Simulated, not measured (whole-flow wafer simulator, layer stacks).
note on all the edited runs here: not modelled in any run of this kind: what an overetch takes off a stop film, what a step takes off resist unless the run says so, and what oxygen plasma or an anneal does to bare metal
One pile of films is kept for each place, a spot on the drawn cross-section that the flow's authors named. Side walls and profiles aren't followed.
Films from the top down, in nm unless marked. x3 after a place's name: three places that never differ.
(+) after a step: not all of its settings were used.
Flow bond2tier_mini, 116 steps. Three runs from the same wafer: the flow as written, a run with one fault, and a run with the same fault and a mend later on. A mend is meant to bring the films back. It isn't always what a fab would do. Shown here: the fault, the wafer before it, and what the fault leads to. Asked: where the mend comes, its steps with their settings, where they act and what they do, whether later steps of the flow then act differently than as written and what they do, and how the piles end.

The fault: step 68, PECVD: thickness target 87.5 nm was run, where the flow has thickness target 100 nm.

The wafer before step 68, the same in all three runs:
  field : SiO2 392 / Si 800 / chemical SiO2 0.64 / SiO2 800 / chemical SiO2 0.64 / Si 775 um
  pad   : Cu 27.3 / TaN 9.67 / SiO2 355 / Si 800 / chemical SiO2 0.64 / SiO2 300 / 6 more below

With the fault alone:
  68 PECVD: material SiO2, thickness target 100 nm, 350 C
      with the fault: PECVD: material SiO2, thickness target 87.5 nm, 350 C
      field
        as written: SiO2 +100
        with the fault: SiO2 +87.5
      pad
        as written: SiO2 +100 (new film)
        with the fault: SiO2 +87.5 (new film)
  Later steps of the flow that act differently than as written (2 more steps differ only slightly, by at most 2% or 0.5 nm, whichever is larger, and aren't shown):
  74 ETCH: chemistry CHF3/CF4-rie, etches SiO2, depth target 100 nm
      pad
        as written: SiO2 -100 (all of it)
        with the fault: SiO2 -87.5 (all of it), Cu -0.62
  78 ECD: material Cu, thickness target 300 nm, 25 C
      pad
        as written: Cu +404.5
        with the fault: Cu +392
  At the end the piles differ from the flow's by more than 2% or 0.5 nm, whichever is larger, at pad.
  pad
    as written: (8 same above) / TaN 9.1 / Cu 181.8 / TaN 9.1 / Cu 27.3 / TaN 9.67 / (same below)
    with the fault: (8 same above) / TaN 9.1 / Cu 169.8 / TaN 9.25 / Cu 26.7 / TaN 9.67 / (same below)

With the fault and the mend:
  The mend comes after step 73.
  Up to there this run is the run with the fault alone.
  73a STRIP: chemistry O2, over-ash 100% (+)
      field
        KrF resist -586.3 (all of it)
  73b PECVD: material SiO2, thickness target 12.5 nm, 350 C (the flow's step 68 once more, with other settings)
      field, pad
        SiO2 +12.5
  73c COAT: KrF resist, thickness 600 nm (the flow's step 69 once more)
      field, pad
        KrF resist +600 (new film)
  73d SOFTBAKE: KrF resist (the flow's step 70 once more)
      changes no film at any place that is followed
  73e EXPOSE: photomask T2PAD, NA 0.6 (the flow's step 71 once more)
      changes no film at any place that is followed
  73f PEB: KrF resist (the flow's step 72 once more)
      changes no film at any place that is followed
  73g DEVELOP: developer TMAH-0.26N, 60 s (the flow's step 73 once more)
      field
        KrF resist -13.7
      pad
        KrF resist -600 (all of it)
  No later step of the flow acts differently than as written at any place that is followed.
  At the end the piles are the same as the flow's at every place that both follow.
